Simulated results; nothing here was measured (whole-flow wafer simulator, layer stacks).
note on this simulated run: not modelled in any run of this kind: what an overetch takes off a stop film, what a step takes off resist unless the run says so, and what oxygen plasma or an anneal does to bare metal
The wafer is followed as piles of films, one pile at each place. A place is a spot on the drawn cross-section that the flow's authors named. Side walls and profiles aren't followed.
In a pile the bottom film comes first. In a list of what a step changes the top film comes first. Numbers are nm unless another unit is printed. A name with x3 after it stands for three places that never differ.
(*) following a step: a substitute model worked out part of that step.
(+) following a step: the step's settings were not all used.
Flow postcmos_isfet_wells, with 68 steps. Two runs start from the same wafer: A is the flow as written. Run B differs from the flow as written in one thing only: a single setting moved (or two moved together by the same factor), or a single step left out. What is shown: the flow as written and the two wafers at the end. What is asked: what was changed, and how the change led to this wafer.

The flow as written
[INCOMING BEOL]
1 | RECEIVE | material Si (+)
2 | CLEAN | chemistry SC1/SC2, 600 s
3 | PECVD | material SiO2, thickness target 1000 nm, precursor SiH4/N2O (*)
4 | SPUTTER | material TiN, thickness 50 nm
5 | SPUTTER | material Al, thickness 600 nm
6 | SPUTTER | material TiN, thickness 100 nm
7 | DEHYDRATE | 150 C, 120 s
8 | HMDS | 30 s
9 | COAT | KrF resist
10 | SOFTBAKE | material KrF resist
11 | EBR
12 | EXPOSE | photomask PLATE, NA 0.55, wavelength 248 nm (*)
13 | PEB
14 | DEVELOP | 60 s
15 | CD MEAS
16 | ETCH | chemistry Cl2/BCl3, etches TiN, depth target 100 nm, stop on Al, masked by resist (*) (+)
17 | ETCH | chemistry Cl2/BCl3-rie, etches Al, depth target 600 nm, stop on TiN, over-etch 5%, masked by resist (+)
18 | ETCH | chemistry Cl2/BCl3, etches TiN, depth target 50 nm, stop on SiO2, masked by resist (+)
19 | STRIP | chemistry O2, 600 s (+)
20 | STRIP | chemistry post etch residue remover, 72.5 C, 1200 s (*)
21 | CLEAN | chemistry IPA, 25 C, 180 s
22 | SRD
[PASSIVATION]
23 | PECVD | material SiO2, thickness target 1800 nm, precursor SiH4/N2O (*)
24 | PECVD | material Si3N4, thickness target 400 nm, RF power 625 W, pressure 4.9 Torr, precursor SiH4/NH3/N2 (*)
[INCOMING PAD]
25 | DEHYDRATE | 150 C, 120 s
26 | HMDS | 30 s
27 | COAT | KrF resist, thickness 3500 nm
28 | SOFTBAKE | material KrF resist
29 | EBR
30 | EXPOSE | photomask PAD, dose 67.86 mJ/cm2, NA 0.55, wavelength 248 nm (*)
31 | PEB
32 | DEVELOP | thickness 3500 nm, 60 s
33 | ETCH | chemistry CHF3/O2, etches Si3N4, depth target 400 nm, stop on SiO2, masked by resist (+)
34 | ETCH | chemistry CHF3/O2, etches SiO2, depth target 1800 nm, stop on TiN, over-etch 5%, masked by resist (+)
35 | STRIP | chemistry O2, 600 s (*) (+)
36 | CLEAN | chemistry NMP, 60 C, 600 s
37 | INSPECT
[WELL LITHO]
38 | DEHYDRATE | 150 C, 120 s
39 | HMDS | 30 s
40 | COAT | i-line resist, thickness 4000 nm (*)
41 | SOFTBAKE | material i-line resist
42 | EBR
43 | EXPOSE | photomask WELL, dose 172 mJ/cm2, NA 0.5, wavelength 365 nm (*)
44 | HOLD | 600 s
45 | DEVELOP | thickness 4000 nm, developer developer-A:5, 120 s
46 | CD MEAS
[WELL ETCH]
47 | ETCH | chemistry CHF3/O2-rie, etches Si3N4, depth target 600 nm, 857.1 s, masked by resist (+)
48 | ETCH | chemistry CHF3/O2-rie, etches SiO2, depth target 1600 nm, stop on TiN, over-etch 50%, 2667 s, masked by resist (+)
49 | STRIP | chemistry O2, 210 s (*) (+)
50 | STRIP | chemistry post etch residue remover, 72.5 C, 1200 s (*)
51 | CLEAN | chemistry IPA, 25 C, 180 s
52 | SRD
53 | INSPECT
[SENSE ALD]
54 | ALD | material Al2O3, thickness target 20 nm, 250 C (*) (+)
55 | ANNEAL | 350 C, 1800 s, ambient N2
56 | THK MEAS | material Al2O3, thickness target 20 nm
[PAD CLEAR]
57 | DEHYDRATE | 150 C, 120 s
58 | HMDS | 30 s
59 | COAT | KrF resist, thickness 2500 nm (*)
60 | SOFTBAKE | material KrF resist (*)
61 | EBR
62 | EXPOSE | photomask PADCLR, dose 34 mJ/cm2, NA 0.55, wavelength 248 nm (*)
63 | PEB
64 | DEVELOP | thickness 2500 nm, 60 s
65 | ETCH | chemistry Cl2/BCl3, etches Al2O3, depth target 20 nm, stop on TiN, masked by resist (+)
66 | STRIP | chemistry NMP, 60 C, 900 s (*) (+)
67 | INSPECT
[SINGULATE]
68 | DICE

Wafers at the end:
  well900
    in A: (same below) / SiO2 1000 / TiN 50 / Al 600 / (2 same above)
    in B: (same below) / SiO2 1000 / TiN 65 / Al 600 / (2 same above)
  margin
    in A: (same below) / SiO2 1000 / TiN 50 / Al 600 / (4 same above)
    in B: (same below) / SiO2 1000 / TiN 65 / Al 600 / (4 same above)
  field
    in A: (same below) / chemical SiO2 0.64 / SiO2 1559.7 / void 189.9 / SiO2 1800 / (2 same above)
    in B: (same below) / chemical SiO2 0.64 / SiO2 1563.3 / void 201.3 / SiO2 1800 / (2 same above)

The reason: step 4, SPUTTER: thickness 65 nm was run, while the flow as written has thickness 50 nm; step 18, ETCH: depth target 65 nm was run, where the flow has depth target 50 nm.
The wafer lets one read it off: well900 has TiN 65, and step 4 as written asks for 50 nm.

Step by step, how the change led to this:
  4 | SPUTTER | material TiN, thickness 50 nm
      field, margin, well900 and 6 more: A TiN gains 50 (new film) | B TiN gains 65 (new film)
  18 | ETCH | chemistry Cl2/BCl3, etches TiN, depth target 50 nm, stop on SiO2, masked by resist (+)
      margin, well900, well1300, well2000, well3000, pad_rim, pad_clr, pad_open: A KrF resist loses 20 | B KrF resist loses 26
      field: A TiN loses 50 (all of it) | B TiN loses 65 (all of it)
  23 | PECVD | material SiO2, thickness target 1800 nm, precursor SiH4/N2O (*)
      field: A SiO2 gains 1800 (new film), void gains 189.9 (new film), SiO2 gains 559.7 | B SiO2 gains 1800 (new film), void gains 201.3 (new film), SiO2 gains 563.3
